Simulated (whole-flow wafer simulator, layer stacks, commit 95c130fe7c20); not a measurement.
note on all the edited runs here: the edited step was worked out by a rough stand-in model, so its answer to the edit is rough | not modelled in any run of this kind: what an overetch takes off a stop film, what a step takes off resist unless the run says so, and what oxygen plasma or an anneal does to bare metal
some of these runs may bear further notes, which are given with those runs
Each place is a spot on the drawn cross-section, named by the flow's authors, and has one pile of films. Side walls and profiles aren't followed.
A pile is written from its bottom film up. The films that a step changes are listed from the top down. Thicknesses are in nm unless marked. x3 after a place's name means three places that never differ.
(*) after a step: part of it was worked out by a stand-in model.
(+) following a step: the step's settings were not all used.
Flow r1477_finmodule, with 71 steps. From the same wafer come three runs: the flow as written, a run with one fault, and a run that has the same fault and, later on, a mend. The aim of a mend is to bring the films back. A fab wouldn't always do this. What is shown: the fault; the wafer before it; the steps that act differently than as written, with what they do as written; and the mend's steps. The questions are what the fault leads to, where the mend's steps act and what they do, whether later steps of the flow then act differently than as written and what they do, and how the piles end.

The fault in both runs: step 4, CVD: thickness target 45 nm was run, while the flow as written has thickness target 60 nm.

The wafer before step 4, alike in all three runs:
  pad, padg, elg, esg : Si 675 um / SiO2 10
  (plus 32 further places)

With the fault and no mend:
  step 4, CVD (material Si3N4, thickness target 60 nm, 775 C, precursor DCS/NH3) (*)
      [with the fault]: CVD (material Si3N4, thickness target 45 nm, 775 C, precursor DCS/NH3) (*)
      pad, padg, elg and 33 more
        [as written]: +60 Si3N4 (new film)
        [with the fault]: +45 Si3N4 (new film)
  Steps further on in the flow that do not act as written (not shown: 6 more steps that differ only slightly, by at most 2% or 0.5 nm, whichever is larger):
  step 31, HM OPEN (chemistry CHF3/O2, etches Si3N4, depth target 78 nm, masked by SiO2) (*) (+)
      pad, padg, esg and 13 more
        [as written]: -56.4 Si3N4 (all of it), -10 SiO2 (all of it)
        [with the fault]: -41.4 Si3N4 (all of it), -10 SiO2 (all of it)
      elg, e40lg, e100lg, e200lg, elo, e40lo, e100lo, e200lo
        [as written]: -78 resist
        [with the fault]: -62.1 resist
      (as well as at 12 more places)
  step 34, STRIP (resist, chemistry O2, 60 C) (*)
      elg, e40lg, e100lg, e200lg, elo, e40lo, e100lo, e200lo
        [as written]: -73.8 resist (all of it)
        [with the fault]: -89.7 resist (all of it)
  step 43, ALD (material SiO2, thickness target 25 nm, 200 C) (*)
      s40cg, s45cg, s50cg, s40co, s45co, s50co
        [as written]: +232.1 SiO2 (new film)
        [with the fault]: +224.9 SiO2 (new film)
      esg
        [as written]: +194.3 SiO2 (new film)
        [with the fault]: +179.2 SiO2 (new film)
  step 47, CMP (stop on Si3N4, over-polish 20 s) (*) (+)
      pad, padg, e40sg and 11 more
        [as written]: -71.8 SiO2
        [with the fault]: -86.8 SiO2
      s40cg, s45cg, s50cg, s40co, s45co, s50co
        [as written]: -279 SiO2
        [with the fault]: -287 SiO2
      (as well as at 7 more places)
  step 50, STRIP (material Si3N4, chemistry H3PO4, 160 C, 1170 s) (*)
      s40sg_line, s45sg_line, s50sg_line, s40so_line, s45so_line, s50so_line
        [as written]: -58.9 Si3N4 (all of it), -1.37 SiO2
        [with the fault]: -43.9 Si3N4 (all of it), -1.84 SiO2
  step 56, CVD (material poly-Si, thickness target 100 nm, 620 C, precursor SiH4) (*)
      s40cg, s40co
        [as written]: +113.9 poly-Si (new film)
        [with the fault]: +130.9 poly-Si (new film)
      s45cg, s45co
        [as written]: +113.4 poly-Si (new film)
        [with the fault]: +130.9 poly-Si (new film)
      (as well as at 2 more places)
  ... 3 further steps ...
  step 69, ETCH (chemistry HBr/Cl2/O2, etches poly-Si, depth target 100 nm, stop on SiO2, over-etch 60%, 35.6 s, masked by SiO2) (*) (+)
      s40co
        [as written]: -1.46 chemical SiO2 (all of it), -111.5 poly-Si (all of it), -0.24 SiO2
        [with the fault]: -1.46 chemical SiO2 (all of it), -128.5 poly-Si (all of it), -0.16 SiO2
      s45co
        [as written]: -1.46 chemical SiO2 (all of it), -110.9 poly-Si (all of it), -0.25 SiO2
        [with the fault]: -1.46 chemical SiO2 (all of it), -128.5 poly-Si (all of it), -0.16 SiO2
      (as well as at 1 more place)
  The piles end different from the flow's at pad, padg, elg and 27 more by more than 2% or 0.5 nm, whichever is larger.
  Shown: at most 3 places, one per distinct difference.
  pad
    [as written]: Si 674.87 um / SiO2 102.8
    [with the fault]: Si 674.87 um / SiO2 87.8
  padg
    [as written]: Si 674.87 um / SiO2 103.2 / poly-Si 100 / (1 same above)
    [with the fault]: Si 674.87 um / SiO2 88.2 / poly-Si 100 / (1 same above)
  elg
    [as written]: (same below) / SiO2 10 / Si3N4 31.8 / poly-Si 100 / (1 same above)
    [with the fault]: (same below) / SiO2 10 / Si3N4 16.8 / poly-Si 100 / (1 same above)

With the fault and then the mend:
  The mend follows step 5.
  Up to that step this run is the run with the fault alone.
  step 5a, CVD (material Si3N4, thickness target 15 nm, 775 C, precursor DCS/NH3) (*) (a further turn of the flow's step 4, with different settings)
      pad, padg, elg and 33 more
        +15 Si3N4
  None of the later steps of the flow acts differently than as written at any place that is followed.
  At every place that both follow, the piles at the end match the flow's.
